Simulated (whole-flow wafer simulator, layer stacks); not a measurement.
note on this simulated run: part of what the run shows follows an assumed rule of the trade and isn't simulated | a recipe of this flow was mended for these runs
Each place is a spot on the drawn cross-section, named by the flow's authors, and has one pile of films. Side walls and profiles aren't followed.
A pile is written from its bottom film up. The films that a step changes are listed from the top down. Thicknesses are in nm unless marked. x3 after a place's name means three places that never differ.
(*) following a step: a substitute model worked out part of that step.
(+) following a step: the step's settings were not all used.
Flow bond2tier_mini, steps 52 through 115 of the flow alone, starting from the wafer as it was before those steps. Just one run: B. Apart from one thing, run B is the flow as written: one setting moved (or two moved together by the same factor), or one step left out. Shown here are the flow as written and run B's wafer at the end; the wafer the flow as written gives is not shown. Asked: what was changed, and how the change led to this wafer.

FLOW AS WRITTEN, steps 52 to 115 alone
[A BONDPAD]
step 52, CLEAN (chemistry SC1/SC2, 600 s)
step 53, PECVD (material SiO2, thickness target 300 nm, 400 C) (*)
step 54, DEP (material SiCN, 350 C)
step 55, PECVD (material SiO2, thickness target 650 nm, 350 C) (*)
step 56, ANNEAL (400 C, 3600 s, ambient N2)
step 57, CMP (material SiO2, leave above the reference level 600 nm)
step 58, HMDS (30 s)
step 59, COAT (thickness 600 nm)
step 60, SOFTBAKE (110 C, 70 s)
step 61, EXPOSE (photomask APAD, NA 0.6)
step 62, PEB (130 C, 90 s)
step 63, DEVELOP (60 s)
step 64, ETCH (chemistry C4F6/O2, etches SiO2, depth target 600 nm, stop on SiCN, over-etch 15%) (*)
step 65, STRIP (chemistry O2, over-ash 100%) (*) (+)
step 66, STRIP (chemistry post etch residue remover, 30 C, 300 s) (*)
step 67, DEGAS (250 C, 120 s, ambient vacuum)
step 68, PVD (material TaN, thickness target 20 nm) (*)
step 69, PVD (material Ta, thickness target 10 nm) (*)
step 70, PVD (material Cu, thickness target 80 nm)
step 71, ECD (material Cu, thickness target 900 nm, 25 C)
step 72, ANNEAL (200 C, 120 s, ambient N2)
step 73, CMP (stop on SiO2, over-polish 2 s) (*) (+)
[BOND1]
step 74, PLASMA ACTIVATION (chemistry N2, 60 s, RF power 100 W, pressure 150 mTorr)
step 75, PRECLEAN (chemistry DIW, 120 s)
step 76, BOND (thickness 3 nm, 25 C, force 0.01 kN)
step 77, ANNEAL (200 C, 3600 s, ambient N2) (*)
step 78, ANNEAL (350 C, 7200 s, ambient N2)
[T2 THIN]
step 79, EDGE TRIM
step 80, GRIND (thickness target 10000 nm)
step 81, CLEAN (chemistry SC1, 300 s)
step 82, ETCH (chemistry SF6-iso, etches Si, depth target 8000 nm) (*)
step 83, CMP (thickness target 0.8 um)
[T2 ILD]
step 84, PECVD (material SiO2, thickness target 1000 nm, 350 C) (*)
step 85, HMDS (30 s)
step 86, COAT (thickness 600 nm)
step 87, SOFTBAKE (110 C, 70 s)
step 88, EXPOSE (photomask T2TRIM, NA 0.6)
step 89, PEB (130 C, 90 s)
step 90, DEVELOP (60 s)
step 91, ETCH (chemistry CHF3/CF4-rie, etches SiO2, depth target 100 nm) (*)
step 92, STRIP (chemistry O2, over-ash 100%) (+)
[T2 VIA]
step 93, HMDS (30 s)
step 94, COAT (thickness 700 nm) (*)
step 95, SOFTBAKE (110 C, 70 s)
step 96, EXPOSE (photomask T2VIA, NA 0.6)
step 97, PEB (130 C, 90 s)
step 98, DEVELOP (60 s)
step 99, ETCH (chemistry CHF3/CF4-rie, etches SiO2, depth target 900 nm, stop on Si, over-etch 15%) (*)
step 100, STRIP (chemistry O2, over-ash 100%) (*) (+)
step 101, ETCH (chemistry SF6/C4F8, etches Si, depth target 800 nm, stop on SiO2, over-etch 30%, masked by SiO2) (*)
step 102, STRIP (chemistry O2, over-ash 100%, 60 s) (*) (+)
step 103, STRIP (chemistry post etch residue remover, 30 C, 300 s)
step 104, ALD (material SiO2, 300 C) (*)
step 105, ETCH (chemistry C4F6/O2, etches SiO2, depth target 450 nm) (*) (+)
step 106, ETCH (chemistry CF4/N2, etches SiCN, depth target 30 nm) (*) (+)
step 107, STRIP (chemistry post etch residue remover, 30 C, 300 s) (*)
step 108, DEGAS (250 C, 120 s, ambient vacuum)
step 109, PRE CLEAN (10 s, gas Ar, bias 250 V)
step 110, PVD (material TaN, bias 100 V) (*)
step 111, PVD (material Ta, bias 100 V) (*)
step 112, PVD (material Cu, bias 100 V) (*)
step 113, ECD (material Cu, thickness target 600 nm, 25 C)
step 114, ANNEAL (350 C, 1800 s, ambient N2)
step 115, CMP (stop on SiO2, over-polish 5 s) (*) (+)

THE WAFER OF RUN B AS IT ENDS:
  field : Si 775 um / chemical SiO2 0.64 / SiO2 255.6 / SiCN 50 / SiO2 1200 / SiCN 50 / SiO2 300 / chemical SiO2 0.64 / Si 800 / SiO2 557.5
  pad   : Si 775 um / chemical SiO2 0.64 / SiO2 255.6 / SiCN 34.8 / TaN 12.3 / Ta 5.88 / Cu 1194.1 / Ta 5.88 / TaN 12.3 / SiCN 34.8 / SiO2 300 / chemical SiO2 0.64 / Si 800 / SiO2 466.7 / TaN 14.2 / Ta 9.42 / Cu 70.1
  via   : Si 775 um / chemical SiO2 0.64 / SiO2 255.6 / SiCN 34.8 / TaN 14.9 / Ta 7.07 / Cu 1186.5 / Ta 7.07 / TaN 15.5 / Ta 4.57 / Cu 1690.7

The reason: step 53, PECVD: thickness target 255.6 nm was run, whereas the flow has thickness target 300 nm.
The wafer lets one read it off: field has SiO2 255.6, and step 53 as written asks for 300 nm.

Step by step, how the change led to this:
  step 53, PECVD (material SiO2, thickness target 300 nm, 400 C) (*)
      field, pad, via: SiO2 gains 255.6 (new film) (as written it would have been: SiO2 gains 300 (new film))
